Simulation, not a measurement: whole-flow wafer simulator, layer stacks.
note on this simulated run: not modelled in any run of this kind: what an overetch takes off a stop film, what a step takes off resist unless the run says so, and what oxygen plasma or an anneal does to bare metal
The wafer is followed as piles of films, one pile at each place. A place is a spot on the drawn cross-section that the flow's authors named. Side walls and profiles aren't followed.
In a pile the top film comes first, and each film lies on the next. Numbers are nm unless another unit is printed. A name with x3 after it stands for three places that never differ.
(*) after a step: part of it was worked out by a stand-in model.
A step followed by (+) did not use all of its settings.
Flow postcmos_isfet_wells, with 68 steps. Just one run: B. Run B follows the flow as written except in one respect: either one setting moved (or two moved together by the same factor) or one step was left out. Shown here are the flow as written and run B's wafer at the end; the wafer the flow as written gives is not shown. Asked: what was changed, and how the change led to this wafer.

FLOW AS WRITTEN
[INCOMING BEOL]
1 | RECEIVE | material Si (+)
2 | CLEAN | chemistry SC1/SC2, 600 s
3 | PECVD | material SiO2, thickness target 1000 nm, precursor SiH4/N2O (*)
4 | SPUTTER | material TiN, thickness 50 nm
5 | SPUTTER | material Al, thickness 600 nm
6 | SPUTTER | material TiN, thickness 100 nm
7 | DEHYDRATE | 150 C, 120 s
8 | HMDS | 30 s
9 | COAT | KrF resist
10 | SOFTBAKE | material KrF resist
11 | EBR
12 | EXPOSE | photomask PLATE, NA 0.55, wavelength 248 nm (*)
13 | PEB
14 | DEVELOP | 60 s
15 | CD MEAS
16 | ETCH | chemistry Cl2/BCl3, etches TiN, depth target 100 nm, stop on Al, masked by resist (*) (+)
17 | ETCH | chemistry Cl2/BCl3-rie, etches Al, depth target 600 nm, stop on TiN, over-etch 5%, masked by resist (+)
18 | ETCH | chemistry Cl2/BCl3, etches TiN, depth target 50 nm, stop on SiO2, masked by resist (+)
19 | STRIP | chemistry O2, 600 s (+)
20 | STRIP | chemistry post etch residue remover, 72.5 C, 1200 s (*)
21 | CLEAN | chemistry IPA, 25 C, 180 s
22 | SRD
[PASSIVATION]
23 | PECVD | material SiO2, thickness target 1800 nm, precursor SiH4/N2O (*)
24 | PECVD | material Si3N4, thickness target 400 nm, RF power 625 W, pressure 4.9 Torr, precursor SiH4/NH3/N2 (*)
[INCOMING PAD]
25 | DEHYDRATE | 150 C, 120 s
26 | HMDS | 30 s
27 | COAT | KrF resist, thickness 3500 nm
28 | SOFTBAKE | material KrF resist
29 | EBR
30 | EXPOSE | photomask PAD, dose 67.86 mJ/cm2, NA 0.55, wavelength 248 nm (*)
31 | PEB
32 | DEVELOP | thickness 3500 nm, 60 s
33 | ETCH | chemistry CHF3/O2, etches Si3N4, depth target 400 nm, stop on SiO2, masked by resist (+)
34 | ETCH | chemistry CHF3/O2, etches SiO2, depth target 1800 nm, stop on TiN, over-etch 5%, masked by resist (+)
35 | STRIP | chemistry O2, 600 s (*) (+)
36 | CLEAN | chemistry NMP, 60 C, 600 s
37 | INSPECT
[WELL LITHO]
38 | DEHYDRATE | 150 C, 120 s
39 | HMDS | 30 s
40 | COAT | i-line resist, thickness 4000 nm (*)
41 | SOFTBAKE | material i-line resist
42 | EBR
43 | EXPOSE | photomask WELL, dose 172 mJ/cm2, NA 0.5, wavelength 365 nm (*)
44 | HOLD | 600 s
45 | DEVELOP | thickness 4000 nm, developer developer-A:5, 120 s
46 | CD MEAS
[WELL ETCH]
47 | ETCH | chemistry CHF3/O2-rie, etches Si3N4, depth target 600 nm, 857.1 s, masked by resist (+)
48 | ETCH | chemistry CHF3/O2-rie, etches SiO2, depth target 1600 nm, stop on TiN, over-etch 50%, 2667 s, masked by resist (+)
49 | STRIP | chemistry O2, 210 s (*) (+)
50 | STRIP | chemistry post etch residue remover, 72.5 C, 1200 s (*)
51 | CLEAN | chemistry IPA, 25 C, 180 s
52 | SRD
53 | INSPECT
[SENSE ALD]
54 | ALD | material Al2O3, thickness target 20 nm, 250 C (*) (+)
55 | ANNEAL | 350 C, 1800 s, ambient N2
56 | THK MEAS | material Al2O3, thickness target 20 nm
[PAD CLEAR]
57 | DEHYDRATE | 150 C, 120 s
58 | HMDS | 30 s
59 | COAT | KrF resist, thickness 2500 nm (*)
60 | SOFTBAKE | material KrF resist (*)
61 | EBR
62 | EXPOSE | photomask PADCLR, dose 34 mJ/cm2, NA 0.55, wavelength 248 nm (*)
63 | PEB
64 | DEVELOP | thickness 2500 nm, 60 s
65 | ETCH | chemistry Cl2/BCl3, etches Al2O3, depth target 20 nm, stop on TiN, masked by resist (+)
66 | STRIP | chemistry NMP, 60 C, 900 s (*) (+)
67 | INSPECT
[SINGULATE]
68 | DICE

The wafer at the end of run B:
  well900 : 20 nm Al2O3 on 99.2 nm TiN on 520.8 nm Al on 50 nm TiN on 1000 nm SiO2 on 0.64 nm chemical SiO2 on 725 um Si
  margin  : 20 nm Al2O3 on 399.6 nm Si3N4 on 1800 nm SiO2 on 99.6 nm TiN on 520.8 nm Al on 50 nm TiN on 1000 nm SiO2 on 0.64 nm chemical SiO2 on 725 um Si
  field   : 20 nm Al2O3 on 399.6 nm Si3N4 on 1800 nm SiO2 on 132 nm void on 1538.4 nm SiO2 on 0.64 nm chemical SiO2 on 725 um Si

The reason: step 5, SPUTTER: thickness 520.8 nm was run, while the flow as written has thickness 600 nm.
One can read it off the wafer: well900 has Al 520.8, and step 5 as written asks for 600 nm.

The path from the change to this, step by step:
  5 | SPUTTER | material Al, thickness 600 nm
      field, margin, well900, well1300 x3, pad_rim, pad_clr, pad_open: +520.8 Al (new film) (as written it would have been: +600 Al (new film))
  17 | ETCH | chemistry Cl2/BCl3-rie, etches Al, depth target 600 nm, stop on TiN, over-etch 5%, masked by resist (+)
      margin, well900, well1300 x3, pad_rim, pad_clr, pad_open: -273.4 KrF resist (as written it would have been: -300 KrF resist)
      field: -520.8 Al (all of it) (as written it would have been: -600 Al (all of it))
  19 | STRIP | chemistry O2, 600 s (+)
      margin, well900, well1300 x3, pad_rim, pad_clr, pad_open: -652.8 KrF resist (all of it) (as written it would have been: -626.3 KrF resist (all of it))
  23 | PECVD | material SiO2, thickness target 1800 nm, precursor SiH4/N2O (*)
      field: +1800 SiO2 (new film), +132 void (new film), +538.4 SiO2 (as written it would have been: +1800 SiO2 (new film), +189.9 void (new film), +559.7 SiO2)
